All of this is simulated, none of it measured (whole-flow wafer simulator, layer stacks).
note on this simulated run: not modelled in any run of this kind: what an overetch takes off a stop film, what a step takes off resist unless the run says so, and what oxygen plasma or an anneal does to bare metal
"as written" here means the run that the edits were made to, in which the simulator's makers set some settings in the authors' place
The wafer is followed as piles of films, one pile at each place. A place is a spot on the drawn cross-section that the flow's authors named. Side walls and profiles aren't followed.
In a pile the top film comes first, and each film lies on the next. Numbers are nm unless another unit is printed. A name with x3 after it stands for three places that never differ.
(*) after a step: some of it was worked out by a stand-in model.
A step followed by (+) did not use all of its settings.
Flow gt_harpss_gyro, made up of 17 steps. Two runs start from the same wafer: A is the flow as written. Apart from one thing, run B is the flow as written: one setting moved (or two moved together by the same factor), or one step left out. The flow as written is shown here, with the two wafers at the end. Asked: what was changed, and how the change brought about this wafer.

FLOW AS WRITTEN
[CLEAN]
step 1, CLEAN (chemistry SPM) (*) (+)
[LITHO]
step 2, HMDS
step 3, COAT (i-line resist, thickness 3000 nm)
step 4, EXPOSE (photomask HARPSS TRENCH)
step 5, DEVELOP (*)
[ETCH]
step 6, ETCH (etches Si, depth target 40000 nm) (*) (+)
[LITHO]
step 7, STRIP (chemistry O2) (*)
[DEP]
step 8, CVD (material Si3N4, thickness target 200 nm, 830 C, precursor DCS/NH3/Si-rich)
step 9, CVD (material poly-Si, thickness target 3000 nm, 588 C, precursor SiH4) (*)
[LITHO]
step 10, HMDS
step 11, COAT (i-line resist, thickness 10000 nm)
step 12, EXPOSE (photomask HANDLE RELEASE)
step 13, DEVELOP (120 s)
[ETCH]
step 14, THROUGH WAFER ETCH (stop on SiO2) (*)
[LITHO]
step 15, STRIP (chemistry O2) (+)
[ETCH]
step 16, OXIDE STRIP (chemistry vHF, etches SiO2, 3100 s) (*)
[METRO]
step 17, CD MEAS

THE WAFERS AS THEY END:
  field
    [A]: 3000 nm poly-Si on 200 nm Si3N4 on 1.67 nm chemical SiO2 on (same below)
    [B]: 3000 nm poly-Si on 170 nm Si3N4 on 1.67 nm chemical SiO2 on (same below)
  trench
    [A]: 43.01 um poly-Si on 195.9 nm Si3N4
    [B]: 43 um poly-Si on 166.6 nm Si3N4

What caused this: step 8, CVD: thickness target 170 nm was run, though the flow has thickness target 200 nm.
The wafer itself shows it: field has Si3N4 170, and step 8 as written asks for 200 nm.

Step by step, how the change led to this:
  step 8, CVD (material Si3N4, thickness target 200 nm, 830 C, precursor DCS/NH3/Si-rich)
      field: A Si3N4 gains 200 (new film) | B Si3N4 gains 170 (new film)
      trench: A Si3N4 gains 195.9 (new film) | B Si3N4 gains 166.6 (new film)
  step 9, CVD (material poly-Si, thickness target 3000 nm, 588 C, precursor SiH4) (*)
      trench: A poly-Si gains 43.01 um (new film) | B poly-Si gains 43 um (new film)
